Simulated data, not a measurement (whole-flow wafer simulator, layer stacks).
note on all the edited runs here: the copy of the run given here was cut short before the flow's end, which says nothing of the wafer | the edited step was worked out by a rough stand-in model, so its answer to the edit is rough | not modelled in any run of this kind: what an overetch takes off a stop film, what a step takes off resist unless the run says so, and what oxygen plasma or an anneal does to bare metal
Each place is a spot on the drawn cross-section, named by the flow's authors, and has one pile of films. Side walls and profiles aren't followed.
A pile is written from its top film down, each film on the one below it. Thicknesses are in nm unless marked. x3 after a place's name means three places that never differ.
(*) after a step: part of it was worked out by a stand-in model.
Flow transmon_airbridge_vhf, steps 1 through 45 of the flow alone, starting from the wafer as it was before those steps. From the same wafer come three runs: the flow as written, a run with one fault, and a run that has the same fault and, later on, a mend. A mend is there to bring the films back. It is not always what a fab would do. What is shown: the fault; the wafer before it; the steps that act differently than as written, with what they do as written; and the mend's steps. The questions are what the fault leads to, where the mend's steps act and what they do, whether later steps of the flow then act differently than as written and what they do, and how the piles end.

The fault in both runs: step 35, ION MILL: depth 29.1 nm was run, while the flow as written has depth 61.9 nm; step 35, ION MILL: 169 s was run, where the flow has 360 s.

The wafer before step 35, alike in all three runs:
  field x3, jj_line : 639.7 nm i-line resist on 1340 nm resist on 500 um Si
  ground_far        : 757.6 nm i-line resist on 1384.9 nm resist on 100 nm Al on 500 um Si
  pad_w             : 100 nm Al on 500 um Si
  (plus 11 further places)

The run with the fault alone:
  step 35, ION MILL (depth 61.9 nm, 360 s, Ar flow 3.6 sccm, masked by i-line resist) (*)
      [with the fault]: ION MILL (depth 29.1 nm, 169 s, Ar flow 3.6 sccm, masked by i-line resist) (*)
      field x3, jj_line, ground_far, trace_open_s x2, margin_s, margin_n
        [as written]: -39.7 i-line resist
        [with the fault]: -18.7 i-line resist
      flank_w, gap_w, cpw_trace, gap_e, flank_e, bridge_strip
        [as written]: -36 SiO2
        [with the fault]: -16.9 SiO2
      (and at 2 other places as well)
  Later steps of the flow acting differently than as written (3 other steps are not shown; they differ only slightly, by no more than 2% or 0.5 nm, whichever is larger):
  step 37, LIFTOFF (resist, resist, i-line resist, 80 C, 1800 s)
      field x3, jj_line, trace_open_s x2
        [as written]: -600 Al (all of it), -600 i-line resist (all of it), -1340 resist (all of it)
        [with the fault]: -600 Al (all of it), -621.1 i-line resist (all of it), -1340 resist (all of it)
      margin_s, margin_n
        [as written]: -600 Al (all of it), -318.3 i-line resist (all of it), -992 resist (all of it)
        [with the fault]: -600 Al (all of it), -339.4 i-line resist (all of it), -992 resist (all of it)
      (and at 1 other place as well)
  The piles end different from the flow's at pad_w, flank_w, flank_e, pad_e by more than 2% or 0.5 nm, whichever is larger.
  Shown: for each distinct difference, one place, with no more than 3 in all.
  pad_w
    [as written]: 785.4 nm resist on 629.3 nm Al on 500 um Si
    [with the fault]: 780.1 nm resist on 662.3 nm Al on 500 um Si
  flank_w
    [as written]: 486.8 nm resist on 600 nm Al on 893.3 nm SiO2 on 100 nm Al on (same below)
    [with the fault]: 486.6 nm resist on 600 nm Al on 912.4 nm SiO2 on 100 nm Al on (same below)

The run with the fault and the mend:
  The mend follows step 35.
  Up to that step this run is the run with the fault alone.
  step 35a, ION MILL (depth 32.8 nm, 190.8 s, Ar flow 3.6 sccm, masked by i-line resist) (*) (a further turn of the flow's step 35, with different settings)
      field x3, jj_line, ground_far, trace_open_s x2, margin_s, margin_n
        -21.1 i-line resist
      flank_w, gap_w, cpw_trace, gap_e, flank_e, bridge_strip
        -19.1 SiO2
      pad_w, pad_e
        -32.8 Al
  Every later step of the flow that is run acts as written at every place that is followed.
  The piles end only slightly different from the flow's at the places that both follow, by no more than 2% or 0.5 nm, whichever is larger.
